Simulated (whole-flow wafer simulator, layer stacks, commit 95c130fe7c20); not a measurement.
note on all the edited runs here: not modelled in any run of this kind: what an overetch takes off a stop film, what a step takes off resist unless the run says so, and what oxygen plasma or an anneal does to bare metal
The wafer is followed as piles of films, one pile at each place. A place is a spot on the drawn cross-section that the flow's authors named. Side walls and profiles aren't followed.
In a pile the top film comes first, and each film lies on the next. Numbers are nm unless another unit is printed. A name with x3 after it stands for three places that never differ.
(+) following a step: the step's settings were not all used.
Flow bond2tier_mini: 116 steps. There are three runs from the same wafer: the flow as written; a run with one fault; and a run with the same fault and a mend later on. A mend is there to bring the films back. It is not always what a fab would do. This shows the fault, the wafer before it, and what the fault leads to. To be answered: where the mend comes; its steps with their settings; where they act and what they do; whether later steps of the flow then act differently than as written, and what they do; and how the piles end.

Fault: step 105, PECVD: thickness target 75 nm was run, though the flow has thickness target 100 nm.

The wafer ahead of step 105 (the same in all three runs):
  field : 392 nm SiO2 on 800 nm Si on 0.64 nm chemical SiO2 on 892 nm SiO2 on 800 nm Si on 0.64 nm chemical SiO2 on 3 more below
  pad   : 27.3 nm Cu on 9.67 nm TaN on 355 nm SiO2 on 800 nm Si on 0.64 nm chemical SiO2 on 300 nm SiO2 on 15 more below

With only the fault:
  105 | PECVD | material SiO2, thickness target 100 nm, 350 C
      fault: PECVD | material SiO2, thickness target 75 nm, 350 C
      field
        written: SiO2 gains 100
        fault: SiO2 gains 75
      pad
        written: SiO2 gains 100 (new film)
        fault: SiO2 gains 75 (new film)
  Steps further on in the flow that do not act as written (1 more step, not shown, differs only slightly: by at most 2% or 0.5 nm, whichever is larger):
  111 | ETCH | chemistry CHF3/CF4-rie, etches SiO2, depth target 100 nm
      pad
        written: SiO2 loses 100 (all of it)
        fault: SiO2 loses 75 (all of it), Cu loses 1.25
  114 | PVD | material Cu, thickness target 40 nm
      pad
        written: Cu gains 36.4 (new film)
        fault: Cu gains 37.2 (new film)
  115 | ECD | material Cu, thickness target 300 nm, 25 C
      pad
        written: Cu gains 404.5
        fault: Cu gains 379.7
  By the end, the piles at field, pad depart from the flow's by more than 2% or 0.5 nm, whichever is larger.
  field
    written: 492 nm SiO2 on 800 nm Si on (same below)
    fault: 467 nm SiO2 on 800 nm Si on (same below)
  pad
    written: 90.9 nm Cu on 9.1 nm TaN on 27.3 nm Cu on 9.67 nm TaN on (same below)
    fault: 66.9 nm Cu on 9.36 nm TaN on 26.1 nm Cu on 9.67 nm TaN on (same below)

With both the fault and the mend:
  After step 110 comes the mend.
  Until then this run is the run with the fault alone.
  110a | STRIP | chemistry O2, over-ash 100% (+)
      field
        KrF resist loses 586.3 (all of it)
  110b | PECVD | material SiO2, thickness target 25 nm, 350 C (the flow's step 105 again, with other settings)
      field, pad
        SiO2 gains 25
  110c | COAT | KrF resist, thickness 600 nm (the flow's step 106 again)
      field, pad
        KrF resist gains 600 (new film)
  110d | SOFTBAKE | KrF resist (the flow's step 107 again)
      leaves every film unchanged at each place that is followed
  110e | EXPOSE | photomask T3PAD, NA 0.6 (the flow's step 108 again)
      leaves every film unchanged at each place that is followed
  110f | PEB | KrF resist (the flow's step 109 again)
      leaves every film unchanged at each place that is followed
  110g | DEVELOP | developer TMAH-0.26N, 60 s (the flow's step 110 again)
      field
        KrF resist loses 13.7
      pad
        KrF resist loses 600 (all of it)
  Every later step of the flow that is run acts as written at every place that is followed.
  By the end, the piles equal the flow's at every place that both follow.
